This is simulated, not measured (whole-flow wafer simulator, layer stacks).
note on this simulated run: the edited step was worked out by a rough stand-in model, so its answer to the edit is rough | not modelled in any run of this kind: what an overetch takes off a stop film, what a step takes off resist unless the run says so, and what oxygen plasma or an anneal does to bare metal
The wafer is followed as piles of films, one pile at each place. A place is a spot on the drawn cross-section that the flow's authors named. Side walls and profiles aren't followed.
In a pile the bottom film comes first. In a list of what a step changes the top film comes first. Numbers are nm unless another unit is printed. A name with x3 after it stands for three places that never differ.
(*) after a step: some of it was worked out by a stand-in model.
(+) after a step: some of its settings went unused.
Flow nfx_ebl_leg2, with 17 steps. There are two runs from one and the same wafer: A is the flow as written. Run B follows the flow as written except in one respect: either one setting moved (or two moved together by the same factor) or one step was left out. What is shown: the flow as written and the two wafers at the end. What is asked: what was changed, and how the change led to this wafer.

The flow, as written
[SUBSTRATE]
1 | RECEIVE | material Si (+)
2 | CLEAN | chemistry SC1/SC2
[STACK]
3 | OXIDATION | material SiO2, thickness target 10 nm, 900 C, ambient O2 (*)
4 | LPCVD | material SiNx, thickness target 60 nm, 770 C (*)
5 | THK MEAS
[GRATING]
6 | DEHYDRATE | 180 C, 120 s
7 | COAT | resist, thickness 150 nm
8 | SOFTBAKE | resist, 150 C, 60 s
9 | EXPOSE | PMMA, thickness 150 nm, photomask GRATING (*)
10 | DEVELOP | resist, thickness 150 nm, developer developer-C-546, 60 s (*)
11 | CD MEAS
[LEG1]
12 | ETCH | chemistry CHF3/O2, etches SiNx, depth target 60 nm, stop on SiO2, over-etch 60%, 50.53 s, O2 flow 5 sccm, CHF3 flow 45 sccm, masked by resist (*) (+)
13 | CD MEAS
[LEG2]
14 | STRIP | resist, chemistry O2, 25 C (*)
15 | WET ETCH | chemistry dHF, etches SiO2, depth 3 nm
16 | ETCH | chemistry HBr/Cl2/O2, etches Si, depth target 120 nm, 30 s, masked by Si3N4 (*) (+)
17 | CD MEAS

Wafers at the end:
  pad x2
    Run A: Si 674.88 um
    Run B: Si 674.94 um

The reason: step 16, ETCH: depth target 54 nm was run, while the flow as written has depth target 120 nm.

Step by step, how the change led to this:
  16 | ETCH | chemistry HBr/Cl2/O2, etches Si, depth target 120 nm, 30 s, masked by Si3N4 (*) (+)
      pad x2: A Si loses 120 | B Si loses 54
